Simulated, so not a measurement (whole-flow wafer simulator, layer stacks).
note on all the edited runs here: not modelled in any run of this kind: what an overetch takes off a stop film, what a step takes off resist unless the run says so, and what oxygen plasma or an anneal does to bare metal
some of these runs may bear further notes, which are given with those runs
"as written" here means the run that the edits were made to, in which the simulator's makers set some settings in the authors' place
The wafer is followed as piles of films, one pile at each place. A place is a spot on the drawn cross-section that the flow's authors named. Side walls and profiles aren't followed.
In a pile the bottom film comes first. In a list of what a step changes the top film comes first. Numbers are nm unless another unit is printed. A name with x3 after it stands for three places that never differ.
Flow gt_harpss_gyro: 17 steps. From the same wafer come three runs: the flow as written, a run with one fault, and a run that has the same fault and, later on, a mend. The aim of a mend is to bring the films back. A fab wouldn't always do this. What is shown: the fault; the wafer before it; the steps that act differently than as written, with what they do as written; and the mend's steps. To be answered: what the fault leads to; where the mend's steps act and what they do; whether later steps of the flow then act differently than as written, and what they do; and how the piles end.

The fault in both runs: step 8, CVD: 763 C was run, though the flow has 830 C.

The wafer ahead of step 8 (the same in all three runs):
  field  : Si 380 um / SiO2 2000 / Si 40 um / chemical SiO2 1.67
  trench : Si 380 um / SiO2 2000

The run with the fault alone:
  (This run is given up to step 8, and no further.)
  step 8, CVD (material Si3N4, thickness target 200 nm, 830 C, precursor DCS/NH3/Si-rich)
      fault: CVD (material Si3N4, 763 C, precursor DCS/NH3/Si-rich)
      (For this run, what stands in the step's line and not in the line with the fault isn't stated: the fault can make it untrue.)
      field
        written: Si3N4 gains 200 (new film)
        fault: Si3N4 gains 90.2 (new film)
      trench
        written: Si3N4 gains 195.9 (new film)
        fault: Si3N4 gains 90.2 (new film)
  The piles after step 8 differ from the flow's at field, trench by more than 2% or 0.5 nm, whichever is larger.
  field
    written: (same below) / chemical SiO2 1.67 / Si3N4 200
    fault: (same below) / chemical SiO2 1.67 / Si3N4 90.2
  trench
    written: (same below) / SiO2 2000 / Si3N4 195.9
    fault: (same below) / SiO2 2000 / Si3N4 90.2

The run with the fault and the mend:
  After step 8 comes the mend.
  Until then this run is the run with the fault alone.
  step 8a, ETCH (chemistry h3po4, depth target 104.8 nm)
      field, trench
        Si3N4 loses 90.2 (all of it)
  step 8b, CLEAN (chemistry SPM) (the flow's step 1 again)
      does not change any film at any place that is followed
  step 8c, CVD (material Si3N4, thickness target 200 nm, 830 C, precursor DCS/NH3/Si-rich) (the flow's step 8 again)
      field
        Si3N4 gains 200 (new film)
      trench
        Si3N4 gains 195.9 (new film)
  None of the later steps of the flow acts differently than as written at any place that is followed.
  By the end, the piles equal the flow's at every place that both follow.
